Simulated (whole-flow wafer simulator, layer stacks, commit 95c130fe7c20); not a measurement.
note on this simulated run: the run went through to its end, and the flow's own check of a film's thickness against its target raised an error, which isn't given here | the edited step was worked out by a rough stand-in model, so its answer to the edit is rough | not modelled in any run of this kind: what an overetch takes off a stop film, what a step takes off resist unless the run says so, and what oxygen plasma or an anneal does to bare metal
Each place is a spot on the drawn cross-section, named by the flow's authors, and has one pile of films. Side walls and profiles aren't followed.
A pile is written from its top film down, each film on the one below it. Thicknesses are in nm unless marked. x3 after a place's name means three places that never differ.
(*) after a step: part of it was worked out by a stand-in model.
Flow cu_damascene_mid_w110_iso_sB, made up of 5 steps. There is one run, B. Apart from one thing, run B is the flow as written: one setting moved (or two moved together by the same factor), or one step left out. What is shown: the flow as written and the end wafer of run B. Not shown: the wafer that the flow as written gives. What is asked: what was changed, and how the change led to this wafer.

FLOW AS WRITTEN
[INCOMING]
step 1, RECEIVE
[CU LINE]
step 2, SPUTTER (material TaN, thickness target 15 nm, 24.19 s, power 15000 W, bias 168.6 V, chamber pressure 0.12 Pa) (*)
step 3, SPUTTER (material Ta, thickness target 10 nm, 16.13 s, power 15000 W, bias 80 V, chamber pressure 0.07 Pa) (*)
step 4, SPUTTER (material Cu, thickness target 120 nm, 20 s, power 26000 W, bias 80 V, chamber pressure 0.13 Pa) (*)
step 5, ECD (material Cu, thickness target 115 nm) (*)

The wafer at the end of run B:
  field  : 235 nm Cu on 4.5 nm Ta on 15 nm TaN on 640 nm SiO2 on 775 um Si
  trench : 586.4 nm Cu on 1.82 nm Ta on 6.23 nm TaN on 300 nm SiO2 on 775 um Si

The reason: step 3, SPUTTER: thickness target 4.5 nm was run, while the flow as written has thickness target 10 nm; step 3, SPUTTER: 7.26 s was run, where the flow has 16.13 s.
One can read it off the wafer: field has Ta 4.5, and step 3 as written asks for 10 nm.

Step by step, how the change led to this:
  step 3, SPUTTER (material Ta, thickness target 10 nm, 16.13 s, power 15000 W, bias 80 V, chamber pressure 0.07 Pa) (*)
      field: Ta gains 4.5 (new film) (in the flow as written it would be: Ta gains 10 (new film))
      trench: Ta gains 1.82 (new film) (in the flow as written it would be: Ta gains 4.05 (new film))
